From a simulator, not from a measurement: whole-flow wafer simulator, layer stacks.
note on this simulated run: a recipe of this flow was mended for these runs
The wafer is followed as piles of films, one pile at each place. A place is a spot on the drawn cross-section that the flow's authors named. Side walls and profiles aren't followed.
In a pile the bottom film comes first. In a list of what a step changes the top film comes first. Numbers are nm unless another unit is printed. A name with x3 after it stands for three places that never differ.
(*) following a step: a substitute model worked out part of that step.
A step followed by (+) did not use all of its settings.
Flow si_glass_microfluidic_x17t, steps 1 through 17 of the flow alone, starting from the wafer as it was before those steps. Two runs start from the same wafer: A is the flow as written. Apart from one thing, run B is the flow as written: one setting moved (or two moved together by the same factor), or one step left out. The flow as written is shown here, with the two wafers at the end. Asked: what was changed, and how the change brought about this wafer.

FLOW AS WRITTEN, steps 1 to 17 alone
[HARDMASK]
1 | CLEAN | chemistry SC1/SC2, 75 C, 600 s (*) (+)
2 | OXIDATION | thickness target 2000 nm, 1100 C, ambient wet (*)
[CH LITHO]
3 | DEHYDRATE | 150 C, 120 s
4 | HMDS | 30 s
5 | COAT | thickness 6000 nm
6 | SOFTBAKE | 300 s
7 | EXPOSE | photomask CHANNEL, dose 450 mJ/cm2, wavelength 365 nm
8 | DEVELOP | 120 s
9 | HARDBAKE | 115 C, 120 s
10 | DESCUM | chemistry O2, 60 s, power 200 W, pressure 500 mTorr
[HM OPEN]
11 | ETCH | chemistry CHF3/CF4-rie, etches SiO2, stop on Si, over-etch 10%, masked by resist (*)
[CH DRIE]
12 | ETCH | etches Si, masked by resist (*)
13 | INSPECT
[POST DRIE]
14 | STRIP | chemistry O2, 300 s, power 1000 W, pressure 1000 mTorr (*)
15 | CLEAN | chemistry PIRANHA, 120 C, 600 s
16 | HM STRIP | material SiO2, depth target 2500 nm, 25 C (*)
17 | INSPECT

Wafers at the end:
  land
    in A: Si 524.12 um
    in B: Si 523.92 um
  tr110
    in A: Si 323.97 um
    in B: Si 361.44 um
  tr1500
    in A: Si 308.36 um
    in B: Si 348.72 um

What caused this: step 2, OXIDATION: thickness target 2451 nm was run, though the flow has thickness target 2000 nm.

Step by step, how the change led to this:
  2 | OXIDATION | thickness target 2000 nm, 1100 C, ambient wet (*)
      land, tr110, tr1500, tr15: A SiO2 gains 2000 (new film), chemical SiO2 loses 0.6 (all of it), Si loses 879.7 | B SiO2 gains 2451 (new film), chemical SiO2 loses 0.6 (all of it), Si loses 1078.2
  11 | ETCH | chemistry CHF3/CF4-rie, etches SiO2, stop on Si, over-etch 10%, masked by resist (*)
      tr110, tr1500, tr15: A SiO2 loses 2000 (all of it), Si loses 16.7 | B SiO2 loses 2200
  12 | ETCH | etches Si, masked by resist (*)
      tr110: A Si loses 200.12 um | B SiO2 loses 251 (all of it), Si loses 162.47 um
      tr1500: A Si loses 215.73 um | B SiO2 loses 251 (all of it), Si loses 175.2 um
      (also at 1 further place)
  16 | HM STRIP | material SiO2, depth target 2500 nm, 25 C (*)
      land: A SiO2 loses 2000 (all of it) | B SiO2 loses 2451 (all of it)
